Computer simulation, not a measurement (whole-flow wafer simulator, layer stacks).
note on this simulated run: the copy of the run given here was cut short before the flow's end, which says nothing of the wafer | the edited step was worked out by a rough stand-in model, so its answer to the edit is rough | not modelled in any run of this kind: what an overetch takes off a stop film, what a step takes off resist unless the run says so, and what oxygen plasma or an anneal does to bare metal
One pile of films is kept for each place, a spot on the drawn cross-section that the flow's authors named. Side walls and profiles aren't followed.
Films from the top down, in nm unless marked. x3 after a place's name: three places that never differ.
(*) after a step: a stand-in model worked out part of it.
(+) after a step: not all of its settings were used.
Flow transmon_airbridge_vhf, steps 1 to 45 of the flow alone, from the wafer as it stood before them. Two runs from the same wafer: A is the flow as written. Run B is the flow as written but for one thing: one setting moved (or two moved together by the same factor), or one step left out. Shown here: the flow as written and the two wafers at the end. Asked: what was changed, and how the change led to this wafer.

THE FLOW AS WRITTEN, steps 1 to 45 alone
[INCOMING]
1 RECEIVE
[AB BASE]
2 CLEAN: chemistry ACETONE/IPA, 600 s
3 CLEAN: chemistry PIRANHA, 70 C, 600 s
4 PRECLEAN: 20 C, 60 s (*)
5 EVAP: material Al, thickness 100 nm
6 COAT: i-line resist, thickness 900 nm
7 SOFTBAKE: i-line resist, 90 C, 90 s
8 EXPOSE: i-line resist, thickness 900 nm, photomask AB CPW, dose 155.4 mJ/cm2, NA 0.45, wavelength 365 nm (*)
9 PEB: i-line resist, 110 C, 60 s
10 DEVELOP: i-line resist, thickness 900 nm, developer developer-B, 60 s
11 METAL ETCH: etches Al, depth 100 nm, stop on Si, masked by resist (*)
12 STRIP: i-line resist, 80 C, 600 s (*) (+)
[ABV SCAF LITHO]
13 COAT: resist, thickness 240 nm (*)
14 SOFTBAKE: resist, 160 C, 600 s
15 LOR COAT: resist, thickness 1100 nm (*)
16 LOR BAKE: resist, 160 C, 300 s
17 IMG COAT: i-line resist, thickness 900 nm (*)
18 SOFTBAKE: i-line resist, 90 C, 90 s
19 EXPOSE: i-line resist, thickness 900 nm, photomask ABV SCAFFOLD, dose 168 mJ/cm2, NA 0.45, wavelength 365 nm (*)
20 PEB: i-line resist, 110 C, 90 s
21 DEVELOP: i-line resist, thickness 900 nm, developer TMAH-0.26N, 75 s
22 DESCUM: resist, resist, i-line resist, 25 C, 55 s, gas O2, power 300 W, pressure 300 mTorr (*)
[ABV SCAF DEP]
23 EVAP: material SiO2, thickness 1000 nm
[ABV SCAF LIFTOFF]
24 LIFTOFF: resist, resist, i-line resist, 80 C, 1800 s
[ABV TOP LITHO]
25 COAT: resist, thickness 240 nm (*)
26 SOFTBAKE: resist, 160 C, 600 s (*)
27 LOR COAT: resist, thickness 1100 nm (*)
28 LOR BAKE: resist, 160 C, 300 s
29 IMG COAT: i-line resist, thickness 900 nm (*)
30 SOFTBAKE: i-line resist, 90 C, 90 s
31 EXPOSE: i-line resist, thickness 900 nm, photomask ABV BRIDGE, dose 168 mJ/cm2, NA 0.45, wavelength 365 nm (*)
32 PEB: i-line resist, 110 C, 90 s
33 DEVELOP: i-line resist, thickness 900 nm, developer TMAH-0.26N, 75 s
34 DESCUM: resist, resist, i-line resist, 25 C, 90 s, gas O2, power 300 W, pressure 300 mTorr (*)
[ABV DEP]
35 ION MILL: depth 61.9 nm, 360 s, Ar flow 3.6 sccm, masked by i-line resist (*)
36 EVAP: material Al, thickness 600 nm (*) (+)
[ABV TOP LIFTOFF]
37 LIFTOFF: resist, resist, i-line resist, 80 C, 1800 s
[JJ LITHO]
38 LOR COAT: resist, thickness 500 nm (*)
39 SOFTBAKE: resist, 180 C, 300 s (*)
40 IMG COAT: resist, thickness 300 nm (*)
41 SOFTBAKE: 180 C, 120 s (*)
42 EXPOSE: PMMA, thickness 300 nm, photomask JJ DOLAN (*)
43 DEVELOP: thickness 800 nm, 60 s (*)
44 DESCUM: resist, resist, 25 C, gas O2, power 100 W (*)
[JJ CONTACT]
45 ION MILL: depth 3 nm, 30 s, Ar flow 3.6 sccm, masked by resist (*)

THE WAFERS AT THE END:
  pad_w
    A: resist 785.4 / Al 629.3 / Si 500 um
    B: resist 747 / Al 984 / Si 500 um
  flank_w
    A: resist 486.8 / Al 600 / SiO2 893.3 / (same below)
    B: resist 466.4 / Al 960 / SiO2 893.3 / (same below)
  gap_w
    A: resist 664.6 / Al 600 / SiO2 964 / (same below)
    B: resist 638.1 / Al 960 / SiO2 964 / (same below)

The cause: step 36, EVAP: thickness 960 nm was run, where the flow has thickness 600 nm.
It can be read off the wafer: flank_w has Al 960, and step 36 as written asks for 600 nm.

How the change led to this, step by step:
  36 EVAP: material Al, thickness 600 nm (*) (+)
      field x3, jj_line, ground_far and 10 more: A Al +600 (new film) | B Al +960 (new film)
      pad_w, pad_e: A Al +591.2 | B Al +946
  37 LIFTOFF: resist, resist, i-line resist, 80 C, 1800 s
      field x3, jj_line, trace_open_s x2: A Al -600 (all of it), i-line resist -600 (all of it), resist -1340 (all of it) | B Al -960 (all of it), i-line resist -600 (all of it), resist -1340 (all of it)
      margin_s, margin_n: A Al -600 (all of it), i-line resist -318.3 (all of it), resist -992 (all of it) | B Al -960 (all of it), i-line resist -318.3 (all of it), resist -992 (all of it)
      (and at 1 more place)
  38 LOR COAT: resist, thickness 500 nm (*)
      pad_w, pad_e: A resist +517 (new film) | B resist +493.2 (new film)
      flank_w, flank_e: A resist +306.5 (new film) | B resist +297.7 (new film)
      (and at 6 more places)
  40 IMG COAT: resist, thickness 300 nm (*)
      pad_w, pad_e: A resist +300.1 | B resist +285.6
      flank_w, flank_e: A resist +212.1 | B resist +200.5
      (and at 6 more places)
